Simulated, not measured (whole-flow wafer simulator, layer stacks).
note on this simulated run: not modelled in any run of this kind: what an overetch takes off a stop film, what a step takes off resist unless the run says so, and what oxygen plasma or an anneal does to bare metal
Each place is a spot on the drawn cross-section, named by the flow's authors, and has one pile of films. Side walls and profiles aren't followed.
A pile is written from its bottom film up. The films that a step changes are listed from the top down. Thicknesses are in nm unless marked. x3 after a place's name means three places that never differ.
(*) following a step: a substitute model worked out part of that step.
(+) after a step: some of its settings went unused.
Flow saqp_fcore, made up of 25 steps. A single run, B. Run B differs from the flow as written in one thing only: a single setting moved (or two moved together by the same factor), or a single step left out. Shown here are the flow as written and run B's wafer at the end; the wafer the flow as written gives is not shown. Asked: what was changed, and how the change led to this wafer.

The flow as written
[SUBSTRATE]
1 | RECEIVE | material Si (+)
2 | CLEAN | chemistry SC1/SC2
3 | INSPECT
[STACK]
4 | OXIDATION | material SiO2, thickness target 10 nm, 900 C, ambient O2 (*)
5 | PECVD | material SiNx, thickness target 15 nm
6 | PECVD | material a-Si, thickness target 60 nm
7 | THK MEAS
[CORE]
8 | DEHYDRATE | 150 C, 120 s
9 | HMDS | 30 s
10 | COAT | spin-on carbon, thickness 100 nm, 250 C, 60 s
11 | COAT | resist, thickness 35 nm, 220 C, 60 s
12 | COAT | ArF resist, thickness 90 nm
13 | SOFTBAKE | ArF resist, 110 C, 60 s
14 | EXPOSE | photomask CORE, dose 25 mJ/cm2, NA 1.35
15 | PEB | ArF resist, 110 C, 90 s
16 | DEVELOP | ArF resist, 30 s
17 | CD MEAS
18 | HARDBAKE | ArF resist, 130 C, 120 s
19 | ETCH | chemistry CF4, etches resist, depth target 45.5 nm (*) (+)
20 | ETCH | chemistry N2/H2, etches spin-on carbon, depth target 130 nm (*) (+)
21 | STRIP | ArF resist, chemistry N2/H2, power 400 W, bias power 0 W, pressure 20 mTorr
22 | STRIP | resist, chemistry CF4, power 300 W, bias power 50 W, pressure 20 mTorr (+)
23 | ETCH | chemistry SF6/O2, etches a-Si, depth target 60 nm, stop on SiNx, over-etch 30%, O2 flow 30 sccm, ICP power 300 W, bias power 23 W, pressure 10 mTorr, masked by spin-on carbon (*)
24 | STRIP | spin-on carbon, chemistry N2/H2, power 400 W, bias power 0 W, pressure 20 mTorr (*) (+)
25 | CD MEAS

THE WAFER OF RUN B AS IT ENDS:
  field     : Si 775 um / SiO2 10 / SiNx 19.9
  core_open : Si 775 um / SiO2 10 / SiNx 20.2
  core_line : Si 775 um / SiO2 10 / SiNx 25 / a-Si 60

Cause: step 5, PECVD: thickness target 25 nm was run, while the flow as written has thickness target 15 nm.
The wafer itself shows it: core_line has SiNx 25, and step 5 as written asks for 15 nm.

Step by step, how the change led to this:
  5 | PECVD | material SiNx, thickness target 15 nm
      field, core_open, core_line: SiNx gains 25 (new film) (it would be, as written: SiNx gains 15 (new film))
